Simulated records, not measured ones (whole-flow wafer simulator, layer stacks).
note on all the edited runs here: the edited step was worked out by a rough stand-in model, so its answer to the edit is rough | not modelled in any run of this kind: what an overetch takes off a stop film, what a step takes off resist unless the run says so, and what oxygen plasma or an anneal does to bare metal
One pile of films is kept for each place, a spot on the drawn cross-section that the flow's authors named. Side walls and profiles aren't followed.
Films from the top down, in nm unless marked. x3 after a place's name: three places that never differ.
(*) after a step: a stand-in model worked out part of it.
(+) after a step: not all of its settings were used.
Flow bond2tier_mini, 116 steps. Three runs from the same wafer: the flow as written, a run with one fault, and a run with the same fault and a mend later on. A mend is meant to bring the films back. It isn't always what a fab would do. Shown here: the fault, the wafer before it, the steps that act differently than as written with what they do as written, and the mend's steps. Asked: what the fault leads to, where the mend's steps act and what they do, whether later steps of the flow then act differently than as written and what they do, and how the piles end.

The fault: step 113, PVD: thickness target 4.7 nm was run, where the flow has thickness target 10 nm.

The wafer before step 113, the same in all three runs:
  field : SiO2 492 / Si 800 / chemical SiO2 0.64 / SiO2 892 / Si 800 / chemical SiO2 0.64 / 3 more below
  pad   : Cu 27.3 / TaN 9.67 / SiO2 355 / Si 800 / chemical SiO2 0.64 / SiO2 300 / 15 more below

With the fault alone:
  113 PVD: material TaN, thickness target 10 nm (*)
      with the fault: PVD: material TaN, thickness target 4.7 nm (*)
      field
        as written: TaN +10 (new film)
        with the fault: TaN +4.7 (new film)
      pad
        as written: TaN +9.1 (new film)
        with the fault: TaN +4.28 (new film)
  Later steps of the flow that act differently than as written (1 more step differs only slightly, by at most 2% or 0.5 nm, whichever is larger, and isn't shown):
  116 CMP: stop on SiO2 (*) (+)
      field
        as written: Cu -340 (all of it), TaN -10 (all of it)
        with the fault: Cu -340 (all of it), TaN -4.7 (all of it)
  At the end the piles differ from the flow's by more than 2% or 0.5 nm, whichever is larger, at pad.
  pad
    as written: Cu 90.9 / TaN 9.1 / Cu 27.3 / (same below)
    with the fault: Cu 95.7 / TaN 4.28 / Cu 27.3 / (same below)

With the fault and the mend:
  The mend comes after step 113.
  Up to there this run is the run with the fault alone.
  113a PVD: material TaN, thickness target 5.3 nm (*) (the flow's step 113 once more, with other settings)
      field
        TaN +5.3
      pad
        TaN +4.82
  No later step of the flow acts differently than as written at any place that is followed.
  At the end the piles are the same as the flow's at every place that both follow.
